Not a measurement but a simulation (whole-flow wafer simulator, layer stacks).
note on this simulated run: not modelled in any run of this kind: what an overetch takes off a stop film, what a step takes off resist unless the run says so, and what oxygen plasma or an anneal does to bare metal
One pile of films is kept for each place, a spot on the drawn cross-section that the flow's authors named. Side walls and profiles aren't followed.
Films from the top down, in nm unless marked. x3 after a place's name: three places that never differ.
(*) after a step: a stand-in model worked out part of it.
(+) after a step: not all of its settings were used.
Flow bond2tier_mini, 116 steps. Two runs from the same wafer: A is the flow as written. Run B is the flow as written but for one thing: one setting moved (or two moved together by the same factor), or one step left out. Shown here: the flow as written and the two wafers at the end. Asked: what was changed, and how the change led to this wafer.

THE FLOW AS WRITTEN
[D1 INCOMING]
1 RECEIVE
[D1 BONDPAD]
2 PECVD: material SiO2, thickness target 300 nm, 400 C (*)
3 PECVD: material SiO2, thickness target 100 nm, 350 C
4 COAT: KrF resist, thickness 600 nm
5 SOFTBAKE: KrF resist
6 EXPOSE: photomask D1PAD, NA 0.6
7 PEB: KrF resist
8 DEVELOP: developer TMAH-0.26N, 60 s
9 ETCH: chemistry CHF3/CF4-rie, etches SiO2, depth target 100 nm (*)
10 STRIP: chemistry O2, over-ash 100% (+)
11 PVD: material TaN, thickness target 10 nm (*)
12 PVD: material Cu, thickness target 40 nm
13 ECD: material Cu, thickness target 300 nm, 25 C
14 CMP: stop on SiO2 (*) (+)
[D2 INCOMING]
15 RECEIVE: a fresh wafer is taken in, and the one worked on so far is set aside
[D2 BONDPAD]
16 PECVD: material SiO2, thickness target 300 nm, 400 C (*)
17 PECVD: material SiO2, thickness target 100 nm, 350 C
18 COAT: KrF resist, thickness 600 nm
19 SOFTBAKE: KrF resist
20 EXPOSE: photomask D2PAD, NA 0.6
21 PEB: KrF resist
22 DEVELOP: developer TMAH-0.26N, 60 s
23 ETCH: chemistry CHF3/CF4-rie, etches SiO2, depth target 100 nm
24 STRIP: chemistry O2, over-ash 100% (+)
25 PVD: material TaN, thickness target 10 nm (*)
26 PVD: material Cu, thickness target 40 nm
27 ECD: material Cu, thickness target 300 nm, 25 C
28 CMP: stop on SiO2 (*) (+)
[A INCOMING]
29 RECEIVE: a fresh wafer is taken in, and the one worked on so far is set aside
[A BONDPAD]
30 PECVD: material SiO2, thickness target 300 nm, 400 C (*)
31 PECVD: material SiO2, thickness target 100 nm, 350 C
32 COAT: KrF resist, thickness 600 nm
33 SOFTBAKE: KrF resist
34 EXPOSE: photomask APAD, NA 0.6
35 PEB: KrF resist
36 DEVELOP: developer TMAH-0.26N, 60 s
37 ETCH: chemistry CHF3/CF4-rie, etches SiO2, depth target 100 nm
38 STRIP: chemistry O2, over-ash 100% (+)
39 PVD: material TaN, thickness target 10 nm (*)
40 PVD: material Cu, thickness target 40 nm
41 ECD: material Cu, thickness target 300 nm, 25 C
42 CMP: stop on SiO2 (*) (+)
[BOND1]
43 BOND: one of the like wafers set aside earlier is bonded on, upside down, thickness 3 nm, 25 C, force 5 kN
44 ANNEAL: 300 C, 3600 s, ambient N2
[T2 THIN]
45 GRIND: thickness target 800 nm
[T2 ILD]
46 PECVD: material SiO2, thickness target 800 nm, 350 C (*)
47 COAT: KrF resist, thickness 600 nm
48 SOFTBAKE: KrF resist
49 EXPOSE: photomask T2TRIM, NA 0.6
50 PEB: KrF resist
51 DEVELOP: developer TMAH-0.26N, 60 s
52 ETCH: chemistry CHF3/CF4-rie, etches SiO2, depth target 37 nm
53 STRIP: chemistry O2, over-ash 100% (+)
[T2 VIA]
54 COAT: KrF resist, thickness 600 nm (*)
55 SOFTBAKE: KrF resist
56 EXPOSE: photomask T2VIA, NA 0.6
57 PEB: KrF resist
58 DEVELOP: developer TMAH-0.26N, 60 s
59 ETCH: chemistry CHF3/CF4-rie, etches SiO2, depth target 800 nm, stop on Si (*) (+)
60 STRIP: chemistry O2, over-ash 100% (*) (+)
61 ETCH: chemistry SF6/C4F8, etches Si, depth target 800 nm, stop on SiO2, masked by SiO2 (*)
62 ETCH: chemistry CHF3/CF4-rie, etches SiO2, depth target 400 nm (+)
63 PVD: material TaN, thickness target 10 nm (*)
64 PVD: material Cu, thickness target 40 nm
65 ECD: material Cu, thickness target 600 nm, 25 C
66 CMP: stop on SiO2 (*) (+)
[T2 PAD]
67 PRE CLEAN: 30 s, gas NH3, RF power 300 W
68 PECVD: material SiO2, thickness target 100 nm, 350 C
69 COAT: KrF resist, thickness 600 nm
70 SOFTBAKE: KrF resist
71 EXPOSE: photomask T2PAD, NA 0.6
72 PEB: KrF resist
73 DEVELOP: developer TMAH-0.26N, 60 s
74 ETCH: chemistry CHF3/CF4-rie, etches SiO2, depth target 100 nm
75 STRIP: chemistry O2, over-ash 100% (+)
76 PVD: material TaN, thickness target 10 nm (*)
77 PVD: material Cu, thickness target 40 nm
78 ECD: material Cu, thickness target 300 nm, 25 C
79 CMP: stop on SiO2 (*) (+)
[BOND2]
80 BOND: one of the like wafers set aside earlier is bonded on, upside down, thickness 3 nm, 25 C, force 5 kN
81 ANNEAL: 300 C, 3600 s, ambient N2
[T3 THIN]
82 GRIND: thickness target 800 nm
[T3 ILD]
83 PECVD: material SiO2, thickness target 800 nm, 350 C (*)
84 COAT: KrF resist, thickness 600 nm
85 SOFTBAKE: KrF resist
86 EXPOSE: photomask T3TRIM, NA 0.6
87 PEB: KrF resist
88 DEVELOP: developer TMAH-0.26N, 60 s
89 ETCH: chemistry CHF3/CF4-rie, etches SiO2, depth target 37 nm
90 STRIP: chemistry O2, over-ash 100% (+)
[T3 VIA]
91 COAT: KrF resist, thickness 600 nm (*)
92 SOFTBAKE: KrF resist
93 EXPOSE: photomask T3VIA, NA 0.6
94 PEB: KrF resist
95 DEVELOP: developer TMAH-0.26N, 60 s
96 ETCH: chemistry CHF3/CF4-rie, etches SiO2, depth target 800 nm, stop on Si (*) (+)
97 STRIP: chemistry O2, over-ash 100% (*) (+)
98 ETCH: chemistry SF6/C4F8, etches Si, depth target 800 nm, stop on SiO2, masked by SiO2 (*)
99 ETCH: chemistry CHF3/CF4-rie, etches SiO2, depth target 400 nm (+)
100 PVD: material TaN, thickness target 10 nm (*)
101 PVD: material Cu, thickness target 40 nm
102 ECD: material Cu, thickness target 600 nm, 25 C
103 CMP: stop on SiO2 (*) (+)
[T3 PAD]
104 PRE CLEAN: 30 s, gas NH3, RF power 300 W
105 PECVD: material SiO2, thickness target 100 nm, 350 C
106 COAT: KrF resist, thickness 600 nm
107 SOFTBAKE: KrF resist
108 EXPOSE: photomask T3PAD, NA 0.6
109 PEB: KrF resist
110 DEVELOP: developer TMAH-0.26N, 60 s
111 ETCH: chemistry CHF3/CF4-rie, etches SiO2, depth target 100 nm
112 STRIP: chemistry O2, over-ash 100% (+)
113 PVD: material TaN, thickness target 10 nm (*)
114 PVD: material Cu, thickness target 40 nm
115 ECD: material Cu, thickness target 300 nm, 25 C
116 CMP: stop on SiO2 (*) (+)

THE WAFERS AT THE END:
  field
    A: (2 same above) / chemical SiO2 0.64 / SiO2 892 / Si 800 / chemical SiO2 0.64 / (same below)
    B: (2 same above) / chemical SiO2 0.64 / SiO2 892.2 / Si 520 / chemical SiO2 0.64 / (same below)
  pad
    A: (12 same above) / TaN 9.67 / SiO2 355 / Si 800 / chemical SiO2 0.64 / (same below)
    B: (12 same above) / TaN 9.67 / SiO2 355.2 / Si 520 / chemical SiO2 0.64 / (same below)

The cause: step 45, GRIND: thickness target 520 nm was run, where the flow has thickness target 800 nm.
It can be read off the wafer: field has Si 520, and step 45 as written asks for 800 nm.

How the change led to this, step by step:
  45 GRIND: thickness target 800 nm
      field, pad, via: A Si -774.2 um | B Si -774.48 um
